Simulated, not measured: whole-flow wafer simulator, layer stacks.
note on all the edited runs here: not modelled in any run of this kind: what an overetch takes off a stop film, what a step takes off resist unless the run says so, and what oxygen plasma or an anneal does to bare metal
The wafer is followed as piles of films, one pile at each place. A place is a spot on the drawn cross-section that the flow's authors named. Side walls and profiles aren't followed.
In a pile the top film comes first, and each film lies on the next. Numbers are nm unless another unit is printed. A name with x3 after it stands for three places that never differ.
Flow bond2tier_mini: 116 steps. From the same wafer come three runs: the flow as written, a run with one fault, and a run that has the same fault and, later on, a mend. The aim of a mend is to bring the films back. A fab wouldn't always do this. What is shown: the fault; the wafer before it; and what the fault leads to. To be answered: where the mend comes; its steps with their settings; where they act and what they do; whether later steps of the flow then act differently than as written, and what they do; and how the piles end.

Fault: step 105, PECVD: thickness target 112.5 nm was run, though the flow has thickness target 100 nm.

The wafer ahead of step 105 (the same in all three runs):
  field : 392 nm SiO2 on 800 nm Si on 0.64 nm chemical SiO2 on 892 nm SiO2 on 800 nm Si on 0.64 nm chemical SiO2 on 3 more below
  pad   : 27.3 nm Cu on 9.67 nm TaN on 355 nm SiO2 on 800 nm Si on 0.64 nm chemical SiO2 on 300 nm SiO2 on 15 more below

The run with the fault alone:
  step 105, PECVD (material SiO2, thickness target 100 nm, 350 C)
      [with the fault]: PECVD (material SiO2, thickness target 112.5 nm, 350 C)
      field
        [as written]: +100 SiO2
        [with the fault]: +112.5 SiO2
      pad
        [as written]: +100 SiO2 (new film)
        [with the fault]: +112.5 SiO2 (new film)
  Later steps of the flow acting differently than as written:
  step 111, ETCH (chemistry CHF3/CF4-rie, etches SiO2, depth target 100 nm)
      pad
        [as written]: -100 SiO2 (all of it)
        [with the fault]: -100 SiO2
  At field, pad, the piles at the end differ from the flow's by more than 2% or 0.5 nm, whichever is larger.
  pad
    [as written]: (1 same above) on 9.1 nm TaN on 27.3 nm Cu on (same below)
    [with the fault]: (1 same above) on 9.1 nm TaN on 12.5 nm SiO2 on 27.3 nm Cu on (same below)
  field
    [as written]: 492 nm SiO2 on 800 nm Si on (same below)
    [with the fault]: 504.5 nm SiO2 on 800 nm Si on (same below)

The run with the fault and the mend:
  The mend stands after step 110.
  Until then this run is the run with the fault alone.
  step 111, ETCH (chemistry CHF3/CF4-rie, etches SiO2, depth target 112.5 nm) (the flow's step 111; as written it has depth target 100 nm)
      field
        -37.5 KrF resist
      pad
        -112.5 SiO2 (all of it)
  Later steps of the flow acting differently than as written (3 other steps are not shown; they differ only slightly, by no more than 2% or 0.5 nm, whichever is larger):
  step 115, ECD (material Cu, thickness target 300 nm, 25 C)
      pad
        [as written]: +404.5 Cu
        [with the mend]: +417.5 Cu
  At field, pad, the piles at the end differ from the flow's by more than 2% or 0.5 nm, whichever is larger.
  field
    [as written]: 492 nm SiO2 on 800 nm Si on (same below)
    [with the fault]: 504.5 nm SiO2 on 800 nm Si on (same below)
    [with the mend]: 504.5 nm SiO2 on 800 nm Si on (same below)
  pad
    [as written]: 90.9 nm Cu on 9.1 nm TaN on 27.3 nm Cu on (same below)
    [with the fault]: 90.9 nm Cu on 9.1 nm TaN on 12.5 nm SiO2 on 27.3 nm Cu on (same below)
    [with the mend]: 103.5 nm Cu on 9 nm TaN on 27.3 nm Cu on (same below)
